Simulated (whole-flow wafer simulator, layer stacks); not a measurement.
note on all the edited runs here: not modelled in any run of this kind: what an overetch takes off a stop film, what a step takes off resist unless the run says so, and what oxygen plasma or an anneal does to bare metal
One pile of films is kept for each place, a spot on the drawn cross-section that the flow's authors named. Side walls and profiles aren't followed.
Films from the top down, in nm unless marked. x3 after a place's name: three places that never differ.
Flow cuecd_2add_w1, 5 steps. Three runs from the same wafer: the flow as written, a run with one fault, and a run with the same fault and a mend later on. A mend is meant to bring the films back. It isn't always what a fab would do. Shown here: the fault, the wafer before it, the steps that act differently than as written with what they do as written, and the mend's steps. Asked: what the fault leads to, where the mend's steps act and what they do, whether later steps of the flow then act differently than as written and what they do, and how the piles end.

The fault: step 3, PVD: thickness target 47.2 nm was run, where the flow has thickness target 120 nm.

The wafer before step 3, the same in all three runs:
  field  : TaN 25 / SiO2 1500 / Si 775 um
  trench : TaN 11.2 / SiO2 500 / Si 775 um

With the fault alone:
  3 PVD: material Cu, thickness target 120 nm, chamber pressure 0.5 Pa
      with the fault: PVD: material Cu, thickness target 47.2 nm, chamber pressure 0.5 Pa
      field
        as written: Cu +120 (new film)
        with the fault: Cu +47.2 (new film)
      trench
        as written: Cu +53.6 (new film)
        with the fault: Cu +21.6 (new film)
  No later step of the flow acts differently than as written, at any place that is followed, by more than 2% or 0.5 nm, whichever is larger.
  At the end the piles differ from the flow's by more than 2% or 0.5 nm, whichever is larger, at field, trench.
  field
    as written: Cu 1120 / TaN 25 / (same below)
    with the fault: Cu 1047.2 / TaN 25 / (same below)
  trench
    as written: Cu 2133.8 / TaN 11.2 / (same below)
    with the fault: Cu 2061 / TaN 11.2 / (same below)

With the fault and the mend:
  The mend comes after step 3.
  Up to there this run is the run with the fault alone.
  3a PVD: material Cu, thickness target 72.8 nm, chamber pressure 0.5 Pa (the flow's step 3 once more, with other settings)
      field
        Cu +72.8
      trench
        Cu +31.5
  No later step of the flow acts differently than as written, at any place that is followed, by more than 2% or 0.5 nm, whichever is larger.
  At the end the piles are the same as the flow's at every place that both follow.
